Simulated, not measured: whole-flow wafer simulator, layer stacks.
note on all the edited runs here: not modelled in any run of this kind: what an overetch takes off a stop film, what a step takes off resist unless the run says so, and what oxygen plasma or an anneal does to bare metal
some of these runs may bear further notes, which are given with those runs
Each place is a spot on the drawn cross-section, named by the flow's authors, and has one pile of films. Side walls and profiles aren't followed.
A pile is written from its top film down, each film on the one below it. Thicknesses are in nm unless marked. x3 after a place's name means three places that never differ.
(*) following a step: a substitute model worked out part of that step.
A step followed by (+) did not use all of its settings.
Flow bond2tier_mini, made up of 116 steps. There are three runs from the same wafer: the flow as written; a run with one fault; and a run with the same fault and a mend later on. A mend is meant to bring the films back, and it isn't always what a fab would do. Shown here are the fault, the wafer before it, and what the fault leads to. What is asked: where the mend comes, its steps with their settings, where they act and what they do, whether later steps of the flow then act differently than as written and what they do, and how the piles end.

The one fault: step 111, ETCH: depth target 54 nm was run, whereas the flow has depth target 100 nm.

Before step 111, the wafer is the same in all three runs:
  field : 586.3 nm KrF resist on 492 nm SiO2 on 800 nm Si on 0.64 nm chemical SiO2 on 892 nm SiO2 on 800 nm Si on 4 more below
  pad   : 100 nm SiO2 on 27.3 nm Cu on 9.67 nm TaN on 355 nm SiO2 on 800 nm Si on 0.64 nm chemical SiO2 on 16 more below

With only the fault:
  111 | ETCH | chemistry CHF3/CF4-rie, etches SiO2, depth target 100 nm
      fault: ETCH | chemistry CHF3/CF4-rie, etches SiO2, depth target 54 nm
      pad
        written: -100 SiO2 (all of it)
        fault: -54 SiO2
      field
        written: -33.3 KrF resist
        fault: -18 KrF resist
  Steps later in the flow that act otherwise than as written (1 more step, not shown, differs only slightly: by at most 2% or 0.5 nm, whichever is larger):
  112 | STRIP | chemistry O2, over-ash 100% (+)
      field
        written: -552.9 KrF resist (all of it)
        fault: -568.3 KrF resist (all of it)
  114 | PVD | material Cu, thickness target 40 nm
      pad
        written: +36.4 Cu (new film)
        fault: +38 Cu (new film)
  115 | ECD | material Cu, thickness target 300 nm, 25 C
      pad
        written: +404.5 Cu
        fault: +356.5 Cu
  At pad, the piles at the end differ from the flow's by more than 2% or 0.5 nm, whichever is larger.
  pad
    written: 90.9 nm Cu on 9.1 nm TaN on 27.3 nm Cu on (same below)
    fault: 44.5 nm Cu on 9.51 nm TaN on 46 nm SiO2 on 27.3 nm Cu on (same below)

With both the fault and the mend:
  After step 112 comes the mend.
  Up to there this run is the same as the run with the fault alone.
  112a | COAT | KrF resist, thickness 600 nm (*) (a further turn of the flow's step 106)
      field
        +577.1 KrF resist (new film)
      pad
        +623.9 KrF resist (new film)
  112b | SOFTBAKE | KrF resist (a further turn of the flow's step 107)
      leaves every film unchanged at each place that is followed
  112c | EXPOSE | photomask T3PAD, NA 0.6 (a further turn of the flow's step 108)
      leaves every film unchanged at each place that is followed
  112d | PEB | KrF resist (a further turn of the flow's step 109)
      leaves every film unchanged at each place that is followed
  112e | DEVELOP | developer TMAH-0.26N, 60 s (a further turn of the flow's step 110)
      field
        -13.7 KrF resist
      pad
        -623.9 KrF resist (all of it)
  112f | ETCH | chemistry CHF3/CF4-rie, etches SiO2, depth target 46 nm (a further turn of the flow's step 111, with different settings)
      field
        -15.3 KrF resist
      pad
        -46 SiO2 (all of it)
  112g | STRIP | chemistry O2, over-ash 100% (+) (a further turn of the flow's step 112)
      field
        -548 KrF resist (all of it)
  Later steps of the flow that are run all act as written at every place that is followed.
  By the end, the piles equal the flow's at every place that both follow.
